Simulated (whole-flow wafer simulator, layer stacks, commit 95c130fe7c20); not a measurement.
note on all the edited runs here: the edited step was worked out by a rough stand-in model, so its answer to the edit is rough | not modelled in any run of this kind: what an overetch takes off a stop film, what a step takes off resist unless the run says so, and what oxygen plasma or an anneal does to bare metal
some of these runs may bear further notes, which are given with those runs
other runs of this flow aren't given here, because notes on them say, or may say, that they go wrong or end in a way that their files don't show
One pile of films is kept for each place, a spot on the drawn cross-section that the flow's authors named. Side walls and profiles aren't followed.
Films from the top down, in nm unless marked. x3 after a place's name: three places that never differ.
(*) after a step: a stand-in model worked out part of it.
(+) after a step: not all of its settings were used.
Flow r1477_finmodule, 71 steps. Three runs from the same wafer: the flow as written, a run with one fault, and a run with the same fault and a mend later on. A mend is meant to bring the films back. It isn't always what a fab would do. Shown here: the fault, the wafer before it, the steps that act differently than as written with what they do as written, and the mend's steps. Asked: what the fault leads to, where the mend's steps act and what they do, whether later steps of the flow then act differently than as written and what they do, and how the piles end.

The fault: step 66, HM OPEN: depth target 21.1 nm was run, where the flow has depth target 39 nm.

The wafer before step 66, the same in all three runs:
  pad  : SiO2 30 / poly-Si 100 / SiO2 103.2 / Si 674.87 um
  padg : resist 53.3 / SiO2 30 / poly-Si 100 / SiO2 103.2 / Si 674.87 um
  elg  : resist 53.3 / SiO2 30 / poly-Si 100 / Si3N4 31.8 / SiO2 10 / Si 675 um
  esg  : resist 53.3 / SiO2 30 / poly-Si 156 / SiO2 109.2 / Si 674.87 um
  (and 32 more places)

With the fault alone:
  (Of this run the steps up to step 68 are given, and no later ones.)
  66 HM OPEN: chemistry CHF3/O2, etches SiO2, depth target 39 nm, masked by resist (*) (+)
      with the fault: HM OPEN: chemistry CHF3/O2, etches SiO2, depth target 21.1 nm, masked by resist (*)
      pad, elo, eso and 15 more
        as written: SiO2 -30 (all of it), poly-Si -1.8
        with the fault: SiO2 -21.1
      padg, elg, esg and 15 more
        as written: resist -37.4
        with the fault: resist -20.2
  Later steps of the flow that act differently than as written:
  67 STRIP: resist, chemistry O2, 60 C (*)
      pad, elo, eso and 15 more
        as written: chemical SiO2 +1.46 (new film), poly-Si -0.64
        with the fault: nothing
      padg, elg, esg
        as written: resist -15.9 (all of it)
        with the fault: resist -33 (all of it)
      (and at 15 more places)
  After step 68 the piles differ from the flow's by more than 2% or 0.5 nm, whichever is larger, at pad, elo, eso and 15 more.
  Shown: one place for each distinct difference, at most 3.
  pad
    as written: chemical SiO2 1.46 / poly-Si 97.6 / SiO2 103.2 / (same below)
    with the fault: SiO2 8.9 / poly-Si 100 / SiO2 103.2 / (same below)
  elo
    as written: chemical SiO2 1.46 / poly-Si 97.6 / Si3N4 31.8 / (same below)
    with the fault: SiO2 8.9 / poly-Si 100 / Si3N4 31.8 / (same below)
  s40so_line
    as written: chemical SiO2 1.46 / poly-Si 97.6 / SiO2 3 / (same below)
    with the fault: SiO2 8.9 / poly-Si 100 / SiO2 3 / (same below)

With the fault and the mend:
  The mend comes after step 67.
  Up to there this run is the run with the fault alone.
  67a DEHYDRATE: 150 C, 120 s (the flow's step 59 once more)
      changes no film at any place that is followed
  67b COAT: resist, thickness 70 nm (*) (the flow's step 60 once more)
      e40lg, e100lg, e200lg, elo, e40lo, e100lo, e200lo
        resist +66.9 (new film)
      s40sg, s45sg, s40so, s45so
        resist +91 (new film)
      s40sg_line, s45sg_line, s40so_line, s45so_line
        resist +68.5 (new film)
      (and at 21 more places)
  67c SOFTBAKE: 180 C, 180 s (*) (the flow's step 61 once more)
      changes no film at any place that is followed
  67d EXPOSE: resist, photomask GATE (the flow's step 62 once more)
      changes no film at any place that is followed
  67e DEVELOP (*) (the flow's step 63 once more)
      elo, e40lo, e100lo, e200lo
        resist -66.9 (all of it)
      eso, e40so
        resist -129.5 (all of it)
      s40so, s45so
        resist -91 (all of it)
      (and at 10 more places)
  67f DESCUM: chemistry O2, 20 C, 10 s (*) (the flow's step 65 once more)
      padg, elg, esg and 15 more
        resist -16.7
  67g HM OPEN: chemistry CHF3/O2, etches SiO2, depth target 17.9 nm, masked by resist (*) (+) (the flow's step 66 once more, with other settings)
      pad, elo, eso and 15 more
        SiO2 -8.9 (all of it), poly-Si -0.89
      padg, elg, esg and 15 more
        resist -12.8
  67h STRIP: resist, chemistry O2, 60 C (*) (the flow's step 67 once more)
      pad, elo, eso and 15 more
        chemical SiO2 +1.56 (new film), poly-Si -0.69
      elg, esg
        resist -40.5 (all of it)
      e40lg, e100lg
        resist -37.3 (all of it)
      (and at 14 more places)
  No later step of the flow acts differently than as written, at any place that is followed, by more than 2% or 0.5 nm, whichever is larger.
  At the end the piles differ from the flow's only slightly at the places that both follow, by at most 2% or 0.5 nm, whichever is larger.
